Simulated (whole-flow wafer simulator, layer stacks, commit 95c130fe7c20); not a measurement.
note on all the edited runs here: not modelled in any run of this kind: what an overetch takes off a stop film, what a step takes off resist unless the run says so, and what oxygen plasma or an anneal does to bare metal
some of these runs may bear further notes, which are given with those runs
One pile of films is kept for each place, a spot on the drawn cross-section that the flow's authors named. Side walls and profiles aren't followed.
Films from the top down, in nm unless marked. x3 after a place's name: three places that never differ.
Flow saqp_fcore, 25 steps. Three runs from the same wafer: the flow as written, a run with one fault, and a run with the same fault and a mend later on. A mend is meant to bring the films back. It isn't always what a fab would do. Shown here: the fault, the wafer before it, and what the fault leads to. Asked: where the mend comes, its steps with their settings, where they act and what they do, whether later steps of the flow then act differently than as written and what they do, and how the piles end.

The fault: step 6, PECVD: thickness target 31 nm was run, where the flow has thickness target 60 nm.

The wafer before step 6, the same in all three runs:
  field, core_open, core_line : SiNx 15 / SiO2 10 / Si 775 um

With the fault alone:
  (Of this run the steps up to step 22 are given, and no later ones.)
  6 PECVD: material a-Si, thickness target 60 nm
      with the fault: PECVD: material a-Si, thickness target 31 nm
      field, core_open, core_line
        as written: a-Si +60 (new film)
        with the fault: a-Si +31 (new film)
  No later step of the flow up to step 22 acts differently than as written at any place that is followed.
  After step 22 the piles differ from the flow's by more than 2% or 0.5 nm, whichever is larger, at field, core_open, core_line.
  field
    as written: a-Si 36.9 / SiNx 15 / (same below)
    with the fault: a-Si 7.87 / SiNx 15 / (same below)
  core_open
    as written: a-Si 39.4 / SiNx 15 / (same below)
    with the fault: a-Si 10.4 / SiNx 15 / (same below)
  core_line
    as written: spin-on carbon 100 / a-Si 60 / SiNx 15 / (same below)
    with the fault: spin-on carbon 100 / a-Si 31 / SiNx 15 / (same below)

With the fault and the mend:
  The mend comes after step 7.
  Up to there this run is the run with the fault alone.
  7a ETCH: chemistry tmah, depth target 35.65 nm
      field, core_open, core_line
        a-Si -31 (all of it)
  7b PECVD: material a-Si, thickness target 60 nm (the flow's step 6 once more)
      field, core_open, core_line
        a-Si +60 (new film)
  No later step of the flow acts differently than as written at any place that is followed.
  At the end the piles are the same as the flow's at every place that both follow.
